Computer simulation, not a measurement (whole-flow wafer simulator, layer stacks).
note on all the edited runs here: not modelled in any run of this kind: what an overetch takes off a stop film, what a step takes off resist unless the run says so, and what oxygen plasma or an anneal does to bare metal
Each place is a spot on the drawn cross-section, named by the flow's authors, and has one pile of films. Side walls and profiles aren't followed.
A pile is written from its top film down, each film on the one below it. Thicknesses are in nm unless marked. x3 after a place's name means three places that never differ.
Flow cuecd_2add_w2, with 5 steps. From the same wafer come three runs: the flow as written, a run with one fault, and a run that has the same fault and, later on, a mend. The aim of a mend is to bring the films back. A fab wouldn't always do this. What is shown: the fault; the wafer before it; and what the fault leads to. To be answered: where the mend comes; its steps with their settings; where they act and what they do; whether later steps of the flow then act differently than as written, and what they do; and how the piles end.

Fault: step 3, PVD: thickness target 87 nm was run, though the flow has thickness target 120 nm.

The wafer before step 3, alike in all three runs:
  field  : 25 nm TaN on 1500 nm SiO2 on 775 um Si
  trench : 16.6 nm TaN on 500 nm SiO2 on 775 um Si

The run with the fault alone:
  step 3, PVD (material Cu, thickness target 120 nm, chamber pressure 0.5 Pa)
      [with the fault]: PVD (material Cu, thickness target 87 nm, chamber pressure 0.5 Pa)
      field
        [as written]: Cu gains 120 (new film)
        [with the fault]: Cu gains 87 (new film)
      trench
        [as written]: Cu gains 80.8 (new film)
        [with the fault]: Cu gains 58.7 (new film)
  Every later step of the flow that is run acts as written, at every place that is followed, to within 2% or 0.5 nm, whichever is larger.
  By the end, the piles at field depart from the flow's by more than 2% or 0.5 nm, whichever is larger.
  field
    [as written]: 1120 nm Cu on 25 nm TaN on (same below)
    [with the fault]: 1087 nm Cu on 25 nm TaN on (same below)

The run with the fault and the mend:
  After step 3 comes the mend.
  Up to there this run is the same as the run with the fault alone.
  step 3a, PVD (material Cu, thickness target 33 nm, chamber pressure 0.5 Pa) (a further turn of the flow's step 3, with different settings)
      field
        Cu gains 33
      trench
        Cu gains 21.7
  Every later step of the flow that is run acts as written, at every place that is followed, to within 2% or 0.5 nm, whichever is larger.
  The piles end the same as the flow's at every place that both follow.
